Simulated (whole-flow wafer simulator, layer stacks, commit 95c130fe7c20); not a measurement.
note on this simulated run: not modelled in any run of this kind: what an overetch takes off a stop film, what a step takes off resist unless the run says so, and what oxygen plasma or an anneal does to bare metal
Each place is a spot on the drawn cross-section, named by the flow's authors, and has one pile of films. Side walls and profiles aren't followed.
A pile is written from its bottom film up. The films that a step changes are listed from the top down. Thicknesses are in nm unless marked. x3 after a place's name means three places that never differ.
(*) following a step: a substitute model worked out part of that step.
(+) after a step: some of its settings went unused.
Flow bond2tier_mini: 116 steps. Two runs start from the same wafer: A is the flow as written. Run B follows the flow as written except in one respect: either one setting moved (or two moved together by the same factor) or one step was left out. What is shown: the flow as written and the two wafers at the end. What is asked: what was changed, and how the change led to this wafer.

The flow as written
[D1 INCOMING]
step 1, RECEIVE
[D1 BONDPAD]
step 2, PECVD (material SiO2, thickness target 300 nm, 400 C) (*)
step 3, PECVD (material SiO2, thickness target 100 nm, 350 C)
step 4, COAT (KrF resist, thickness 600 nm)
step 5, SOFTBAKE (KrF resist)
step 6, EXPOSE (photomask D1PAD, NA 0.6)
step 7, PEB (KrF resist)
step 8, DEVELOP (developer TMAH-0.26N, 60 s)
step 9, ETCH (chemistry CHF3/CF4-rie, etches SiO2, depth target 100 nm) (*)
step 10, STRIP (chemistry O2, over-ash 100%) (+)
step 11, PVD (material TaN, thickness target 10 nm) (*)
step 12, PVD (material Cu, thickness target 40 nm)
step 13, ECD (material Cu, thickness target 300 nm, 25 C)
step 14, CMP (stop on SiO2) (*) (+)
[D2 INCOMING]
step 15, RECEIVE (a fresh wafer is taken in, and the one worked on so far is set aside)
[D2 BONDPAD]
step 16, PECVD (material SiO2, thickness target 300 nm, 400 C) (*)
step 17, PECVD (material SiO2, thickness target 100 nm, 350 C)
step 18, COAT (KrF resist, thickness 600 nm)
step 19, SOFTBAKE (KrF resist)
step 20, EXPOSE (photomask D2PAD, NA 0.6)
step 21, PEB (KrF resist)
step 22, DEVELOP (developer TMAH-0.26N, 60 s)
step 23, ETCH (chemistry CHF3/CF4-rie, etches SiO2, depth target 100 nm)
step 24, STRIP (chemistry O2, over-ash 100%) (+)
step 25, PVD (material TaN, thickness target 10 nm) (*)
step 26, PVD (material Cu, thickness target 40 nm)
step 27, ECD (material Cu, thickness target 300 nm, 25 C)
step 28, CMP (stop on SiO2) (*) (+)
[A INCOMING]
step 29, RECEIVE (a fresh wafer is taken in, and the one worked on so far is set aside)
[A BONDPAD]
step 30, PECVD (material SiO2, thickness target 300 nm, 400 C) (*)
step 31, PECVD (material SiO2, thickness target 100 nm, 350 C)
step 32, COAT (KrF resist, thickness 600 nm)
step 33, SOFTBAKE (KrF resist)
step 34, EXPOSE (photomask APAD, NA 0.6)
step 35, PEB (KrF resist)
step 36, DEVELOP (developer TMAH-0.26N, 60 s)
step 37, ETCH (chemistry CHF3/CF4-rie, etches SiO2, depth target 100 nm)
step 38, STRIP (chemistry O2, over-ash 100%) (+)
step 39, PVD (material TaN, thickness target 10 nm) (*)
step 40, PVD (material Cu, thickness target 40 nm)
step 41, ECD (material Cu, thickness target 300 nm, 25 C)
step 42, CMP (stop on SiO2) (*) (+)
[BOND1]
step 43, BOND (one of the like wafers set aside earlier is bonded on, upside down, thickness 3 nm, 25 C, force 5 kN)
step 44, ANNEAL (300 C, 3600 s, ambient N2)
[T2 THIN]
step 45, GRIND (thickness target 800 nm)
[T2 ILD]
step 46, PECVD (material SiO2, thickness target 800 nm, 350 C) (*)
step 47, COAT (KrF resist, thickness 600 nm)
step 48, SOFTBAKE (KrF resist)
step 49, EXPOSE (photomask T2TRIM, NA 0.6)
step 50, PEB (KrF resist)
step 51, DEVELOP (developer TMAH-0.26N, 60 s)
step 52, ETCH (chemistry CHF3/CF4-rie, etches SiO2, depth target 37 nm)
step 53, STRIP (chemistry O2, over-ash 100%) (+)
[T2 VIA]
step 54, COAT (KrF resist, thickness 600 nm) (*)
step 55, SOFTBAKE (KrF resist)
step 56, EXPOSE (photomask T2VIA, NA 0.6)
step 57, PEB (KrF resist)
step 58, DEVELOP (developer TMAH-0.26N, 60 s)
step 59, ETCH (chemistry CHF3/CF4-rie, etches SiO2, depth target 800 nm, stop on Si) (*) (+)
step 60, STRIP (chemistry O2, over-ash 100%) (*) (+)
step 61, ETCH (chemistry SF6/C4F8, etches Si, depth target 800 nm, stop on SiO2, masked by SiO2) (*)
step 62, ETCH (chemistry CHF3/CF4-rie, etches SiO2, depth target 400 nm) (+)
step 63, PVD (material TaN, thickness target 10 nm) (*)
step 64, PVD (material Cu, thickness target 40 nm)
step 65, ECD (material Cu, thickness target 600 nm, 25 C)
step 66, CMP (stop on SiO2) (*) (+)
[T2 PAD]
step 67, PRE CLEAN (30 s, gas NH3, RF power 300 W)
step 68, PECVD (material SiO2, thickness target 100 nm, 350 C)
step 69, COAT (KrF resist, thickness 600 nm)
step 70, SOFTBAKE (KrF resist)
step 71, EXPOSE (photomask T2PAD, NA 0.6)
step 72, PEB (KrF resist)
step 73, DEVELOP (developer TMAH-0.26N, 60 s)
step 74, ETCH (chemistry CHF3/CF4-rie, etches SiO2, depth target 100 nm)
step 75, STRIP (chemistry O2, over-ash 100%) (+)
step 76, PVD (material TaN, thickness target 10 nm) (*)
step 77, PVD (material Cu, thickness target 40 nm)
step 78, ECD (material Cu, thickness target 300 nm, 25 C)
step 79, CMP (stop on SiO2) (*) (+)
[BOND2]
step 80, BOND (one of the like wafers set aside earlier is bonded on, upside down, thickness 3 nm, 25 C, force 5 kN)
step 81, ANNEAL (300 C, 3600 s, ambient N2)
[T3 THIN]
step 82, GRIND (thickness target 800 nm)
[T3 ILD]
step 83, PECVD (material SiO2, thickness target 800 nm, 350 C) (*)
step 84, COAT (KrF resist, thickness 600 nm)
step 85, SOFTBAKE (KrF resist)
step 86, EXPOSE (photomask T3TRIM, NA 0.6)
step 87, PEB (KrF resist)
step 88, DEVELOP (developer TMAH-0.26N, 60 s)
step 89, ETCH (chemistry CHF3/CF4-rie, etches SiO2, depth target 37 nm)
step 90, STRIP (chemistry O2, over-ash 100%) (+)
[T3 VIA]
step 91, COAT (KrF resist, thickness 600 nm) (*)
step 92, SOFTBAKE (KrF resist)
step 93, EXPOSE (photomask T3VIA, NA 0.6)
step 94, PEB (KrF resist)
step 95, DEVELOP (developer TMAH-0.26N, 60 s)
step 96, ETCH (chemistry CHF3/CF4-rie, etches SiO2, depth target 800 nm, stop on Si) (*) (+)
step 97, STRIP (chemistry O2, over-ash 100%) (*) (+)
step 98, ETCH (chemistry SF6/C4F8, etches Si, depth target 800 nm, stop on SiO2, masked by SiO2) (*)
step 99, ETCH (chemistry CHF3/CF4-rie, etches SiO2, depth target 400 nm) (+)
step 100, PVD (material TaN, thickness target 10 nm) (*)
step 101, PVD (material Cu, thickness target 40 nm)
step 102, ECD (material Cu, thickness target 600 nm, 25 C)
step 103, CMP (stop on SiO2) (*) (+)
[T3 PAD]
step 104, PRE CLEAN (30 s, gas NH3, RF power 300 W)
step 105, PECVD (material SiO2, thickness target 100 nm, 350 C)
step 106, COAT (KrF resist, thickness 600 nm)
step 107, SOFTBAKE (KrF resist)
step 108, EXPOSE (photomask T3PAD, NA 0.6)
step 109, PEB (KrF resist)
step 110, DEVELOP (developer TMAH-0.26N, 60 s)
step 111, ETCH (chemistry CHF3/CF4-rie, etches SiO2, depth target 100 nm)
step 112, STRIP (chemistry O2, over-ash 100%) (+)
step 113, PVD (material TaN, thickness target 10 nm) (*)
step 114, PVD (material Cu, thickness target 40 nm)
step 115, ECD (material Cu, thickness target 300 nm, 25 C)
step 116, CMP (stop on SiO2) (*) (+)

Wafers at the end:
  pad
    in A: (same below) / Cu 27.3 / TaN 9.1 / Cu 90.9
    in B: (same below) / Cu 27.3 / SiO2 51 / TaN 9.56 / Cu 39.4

The reason: step 111, ETCH: depth target 49 nm was run, whereas the flow has depth target 100 nm.

Step by step, how the change led to this:
  step 111, ETCH (chemistry CHF3/CF4-rie, etches SiO2, depth target 100 nm)
      pad: A SiO2 loses 100 (all of it) | B SiO2 loses 49
      field: A KrF resist loses 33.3 | B KrF resist loses 16.3
  step 112, STRIP (chemistry O2, over-ash 100%) (+)
      field: A KrF resist loses 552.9 (all of it) | B KrF resist loses 569.9 (all of it)
  step 114, PVD (material Cu, thickness target 40 nm)
      pad: A Cu gains 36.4 (new film) | B Cu gains 38.2 (new film)
  step 115, ECD (material Cu, thickness target 300 nm, 25 C)
      pad: A Cu gains 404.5 | B Cu gains 351.2
If metal films that touch count as one body, pad has 4 bodies (between them, from the top down: SiO2 51; SiO2 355 / Si 800 / chemical SiO2 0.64 / SiO2 300; SiO2 355 / Si 800 / chemical SiO2 0.64 / SiO2 300); the flow as written gives 3 bodies (between them, from the top down: SiO2 355 / Si 800 / chemical SiO2 0.64 / SiO2 300; SiO2 355 / Si 800 / chemical SiO2 0.64 / SiO2 300).
